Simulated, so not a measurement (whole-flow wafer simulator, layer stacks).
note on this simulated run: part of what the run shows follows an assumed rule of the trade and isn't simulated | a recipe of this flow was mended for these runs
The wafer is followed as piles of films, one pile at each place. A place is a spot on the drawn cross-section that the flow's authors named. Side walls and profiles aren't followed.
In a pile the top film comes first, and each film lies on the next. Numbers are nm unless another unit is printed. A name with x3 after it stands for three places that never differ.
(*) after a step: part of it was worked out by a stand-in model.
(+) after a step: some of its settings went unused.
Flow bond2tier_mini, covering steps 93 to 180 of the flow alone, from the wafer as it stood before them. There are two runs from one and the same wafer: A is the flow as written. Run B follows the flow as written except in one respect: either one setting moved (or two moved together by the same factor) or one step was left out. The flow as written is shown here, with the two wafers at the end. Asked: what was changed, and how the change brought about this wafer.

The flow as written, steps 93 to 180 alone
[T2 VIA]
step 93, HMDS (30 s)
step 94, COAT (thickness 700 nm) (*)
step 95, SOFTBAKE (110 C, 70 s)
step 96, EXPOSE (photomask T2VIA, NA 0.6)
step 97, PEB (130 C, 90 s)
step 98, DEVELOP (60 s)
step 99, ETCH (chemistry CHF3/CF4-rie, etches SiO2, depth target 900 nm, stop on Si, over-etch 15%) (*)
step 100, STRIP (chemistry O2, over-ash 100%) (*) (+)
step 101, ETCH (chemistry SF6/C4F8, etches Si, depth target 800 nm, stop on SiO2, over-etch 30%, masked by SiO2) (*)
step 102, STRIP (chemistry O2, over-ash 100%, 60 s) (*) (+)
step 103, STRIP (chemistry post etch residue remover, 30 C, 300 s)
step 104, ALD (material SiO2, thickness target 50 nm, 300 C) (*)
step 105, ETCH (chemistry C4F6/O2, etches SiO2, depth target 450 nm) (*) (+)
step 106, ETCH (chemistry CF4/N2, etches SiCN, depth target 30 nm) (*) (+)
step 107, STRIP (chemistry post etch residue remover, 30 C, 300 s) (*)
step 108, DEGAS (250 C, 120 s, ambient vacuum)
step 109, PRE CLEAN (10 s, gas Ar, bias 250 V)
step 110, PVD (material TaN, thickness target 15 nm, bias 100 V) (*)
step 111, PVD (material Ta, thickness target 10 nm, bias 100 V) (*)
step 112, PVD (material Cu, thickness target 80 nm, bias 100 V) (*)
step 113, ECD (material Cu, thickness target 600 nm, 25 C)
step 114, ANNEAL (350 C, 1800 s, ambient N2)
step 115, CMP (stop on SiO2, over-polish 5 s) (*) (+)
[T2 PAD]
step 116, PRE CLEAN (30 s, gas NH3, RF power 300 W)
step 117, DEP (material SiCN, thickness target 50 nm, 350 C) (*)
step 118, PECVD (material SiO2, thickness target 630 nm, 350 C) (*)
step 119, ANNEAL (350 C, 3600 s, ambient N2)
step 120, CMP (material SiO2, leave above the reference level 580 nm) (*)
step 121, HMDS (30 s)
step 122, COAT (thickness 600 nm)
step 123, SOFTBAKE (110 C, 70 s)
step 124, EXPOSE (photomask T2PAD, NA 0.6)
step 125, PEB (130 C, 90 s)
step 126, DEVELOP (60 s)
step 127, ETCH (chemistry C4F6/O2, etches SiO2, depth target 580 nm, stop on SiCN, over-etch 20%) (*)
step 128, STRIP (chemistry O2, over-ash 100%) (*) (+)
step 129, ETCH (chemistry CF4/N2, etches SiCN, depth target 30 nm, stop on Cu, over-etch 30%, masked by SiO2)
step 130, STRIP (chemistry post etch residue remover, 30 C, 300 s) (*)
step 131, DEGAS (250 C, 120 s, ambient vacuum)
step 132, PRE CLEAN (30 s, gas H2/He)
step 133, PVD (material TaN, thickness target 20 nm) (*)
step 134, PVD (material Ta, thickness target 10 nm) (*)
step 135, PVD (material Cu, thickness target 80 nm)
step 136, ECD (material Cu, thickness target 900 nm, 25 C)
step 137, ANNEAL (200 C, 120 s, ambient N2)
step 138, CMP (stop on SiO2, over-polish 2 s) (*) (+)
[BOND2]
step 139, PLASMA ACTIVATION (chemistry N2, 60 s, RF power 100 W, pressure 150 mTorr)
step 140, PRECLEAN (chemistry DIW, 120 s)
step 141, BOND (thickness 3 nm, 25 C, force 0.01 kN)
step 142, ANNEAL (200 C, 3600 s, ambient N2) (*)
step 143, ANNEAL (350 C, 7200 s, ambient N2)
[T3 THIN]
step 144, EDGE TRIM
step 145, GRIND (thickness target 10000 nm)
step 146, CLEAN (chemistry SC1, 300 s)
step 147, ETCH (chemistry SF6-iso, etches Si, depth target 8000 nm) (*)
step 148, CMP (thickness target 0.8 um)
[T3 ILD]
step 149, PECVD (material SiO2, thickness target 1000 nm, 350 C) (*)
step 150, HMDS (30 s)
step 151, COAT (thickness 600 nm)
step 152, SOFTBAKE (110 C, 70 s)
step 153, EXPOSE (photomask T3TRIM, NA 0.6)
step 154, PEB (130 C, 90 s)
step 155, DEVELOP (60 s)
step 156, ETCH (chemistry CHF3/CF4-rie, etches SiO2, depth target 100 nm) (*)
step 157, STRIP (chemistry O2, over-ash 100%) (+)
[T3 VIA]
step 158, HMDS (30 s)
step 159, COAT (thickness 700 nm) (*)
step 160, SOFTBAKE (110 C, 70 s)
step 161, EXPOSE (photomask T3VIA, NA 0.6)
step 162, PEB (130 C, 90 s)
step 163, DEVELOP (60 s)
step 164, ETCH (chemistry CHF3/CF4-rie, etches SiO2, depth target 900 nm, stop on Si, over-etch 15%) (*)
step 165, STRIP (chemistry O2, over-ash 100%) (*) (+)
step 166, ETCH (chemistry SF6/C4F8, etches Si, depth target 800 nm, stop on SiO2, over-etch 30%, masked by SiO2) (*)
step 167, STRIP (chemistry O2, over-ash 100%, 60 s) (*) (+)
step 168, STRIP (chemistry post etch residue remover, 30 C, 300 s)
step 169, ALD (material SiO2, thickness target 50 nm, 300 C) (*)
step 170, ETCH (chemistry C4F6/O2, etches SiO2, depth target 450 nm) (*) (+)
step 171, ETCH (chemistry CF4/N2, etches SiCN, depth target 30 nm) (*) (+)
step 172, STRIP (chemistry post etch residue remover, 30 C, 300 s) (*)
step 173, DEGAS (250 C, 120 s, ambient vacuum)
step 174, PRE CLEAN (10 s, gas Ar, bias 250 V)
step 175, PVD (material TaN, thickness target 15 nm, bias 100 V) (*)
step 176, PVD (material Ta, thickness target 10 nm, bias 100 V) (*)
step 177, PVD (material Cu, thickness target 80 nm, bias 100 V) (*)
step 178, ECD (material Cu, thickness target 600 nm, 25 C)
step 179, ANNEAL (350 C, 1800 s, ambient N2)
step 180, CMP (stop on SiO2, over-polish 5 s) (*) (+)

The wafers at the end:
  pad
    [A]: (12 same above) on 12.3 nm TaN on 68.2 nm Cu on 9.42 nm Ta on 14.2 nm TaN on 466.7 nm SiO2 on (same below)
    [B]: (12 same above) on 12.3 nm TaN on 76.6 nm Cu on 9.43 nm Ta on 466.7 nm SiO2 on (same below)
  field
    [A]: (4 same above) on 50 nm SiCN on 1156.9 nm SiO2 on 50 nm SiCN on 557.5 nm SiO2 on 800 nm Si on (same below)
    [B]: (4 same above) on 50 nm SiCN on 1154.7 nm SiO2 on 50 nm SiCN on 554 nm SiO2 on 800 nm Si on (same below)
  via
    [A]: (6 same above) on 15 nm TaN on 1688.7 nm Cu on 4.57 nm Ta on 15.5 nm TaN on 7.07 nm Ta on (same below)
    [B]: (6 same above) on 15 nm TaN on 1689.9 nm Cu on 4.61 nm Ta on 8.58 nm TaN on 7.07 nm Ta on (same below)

Cause: step 110, PVD: material TaN, thickness target 15 nm, bias 100 V (*), was omitted.

The path from the change to this, step by step:
  step 115, CMP (stop on SiO2, over-polish 5 s) (*) (+)
      field: A Cu loses 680 (all of it), Ta loses 10 (all of it), TaN loses 15 (all of it), SiO2 loses 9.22 | B Cu loses 680 (all of it), Ta loses 10 (all of it), SiO2 loses 12.7
  step 120, CMP (material SiO2, leave above the reference level 580 nm) (*)
      field: A SiO2 loses 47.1 | B SiO2 loses 49.3
